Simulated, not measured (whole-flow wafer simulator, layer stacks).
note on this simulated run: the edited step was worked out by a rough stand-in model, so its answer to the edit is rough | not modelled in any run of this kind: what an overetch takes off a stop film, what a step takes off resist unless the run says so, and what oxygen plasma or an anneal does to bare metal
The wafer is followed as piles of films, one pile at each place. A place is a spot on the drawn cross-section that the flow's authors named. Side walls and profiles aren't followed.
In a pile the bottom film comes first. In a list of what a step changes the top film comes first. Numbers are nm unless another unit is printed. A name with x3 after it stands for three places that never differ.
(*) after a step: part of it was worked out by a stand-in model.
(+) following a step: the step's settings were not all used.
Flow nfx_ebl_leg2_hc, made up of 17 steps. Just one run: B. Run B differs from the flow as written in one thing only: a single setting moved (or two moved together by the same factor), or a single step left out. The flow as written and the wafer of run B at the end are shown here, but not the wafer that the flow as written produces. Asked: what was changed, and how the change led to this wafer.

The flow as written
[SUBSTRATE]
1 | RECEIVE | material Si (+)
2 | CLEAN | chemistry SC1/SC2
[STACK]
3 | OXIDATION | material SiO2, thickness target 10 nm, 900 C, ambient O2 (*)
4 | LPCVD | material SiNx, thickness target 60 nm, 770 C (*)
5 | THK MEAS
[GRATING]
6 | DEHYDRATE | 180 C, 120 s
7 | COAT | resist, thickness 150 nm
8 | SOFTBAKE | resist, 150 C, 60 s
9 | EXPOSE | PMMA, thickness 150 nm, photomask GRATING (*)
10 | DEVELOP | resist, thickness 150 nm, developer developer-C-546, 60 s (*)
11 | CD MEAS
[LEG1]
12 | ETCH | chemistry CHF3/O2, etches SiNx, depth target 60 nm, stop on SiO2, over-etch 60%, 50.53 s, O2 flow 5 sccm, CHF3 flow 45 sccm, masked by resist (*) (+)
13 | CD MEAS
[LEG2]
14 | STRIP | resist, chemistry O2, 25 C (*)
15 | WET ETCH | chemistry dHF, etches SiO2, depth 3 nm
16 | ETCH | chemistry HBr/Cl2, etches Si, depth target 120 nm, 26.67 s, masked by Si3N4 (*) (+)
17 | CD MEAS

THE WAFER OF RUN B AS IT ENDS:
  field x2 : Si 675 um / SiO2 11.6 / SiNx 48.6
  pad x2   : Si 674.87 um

What caused this: step 3, OXIDATION: thickness target 11.6 nm was run, whereas the flow has thickness target 10 nm.
The wafer itself shows it: field x2 has SiO2 11.6, and step 3 as written asks for 10 nm.

The path from the change to this, step by step:
  3 | OXIDATION | material SiO2, thickness target 10 nm, 900 C, ambient O2 (*)
      field x2, pad x2: +11.6 SiO2 (new film), -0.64 chemical SiO2 (all of it), -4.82 Si (as written it would have been: +10 SiO2 (new film), -0.64 chemical SiO2 (all of it), -4.12 Si)
  12 | ETCH | chemistry CHF3/O2, etches SiNx, depth target 60 nm, stop on SiO2, over-etch 60%, 50.53 s, O2 flow 5 sccm, CHF3 flow 45 sccm, masked by resist (*) (+)
      pad x2: -60 SiNx (all of it), -11.6 SiO2 (all of it) (as written it would have been: -60 SiNx (all of it), -10 SiO2 (all of it))
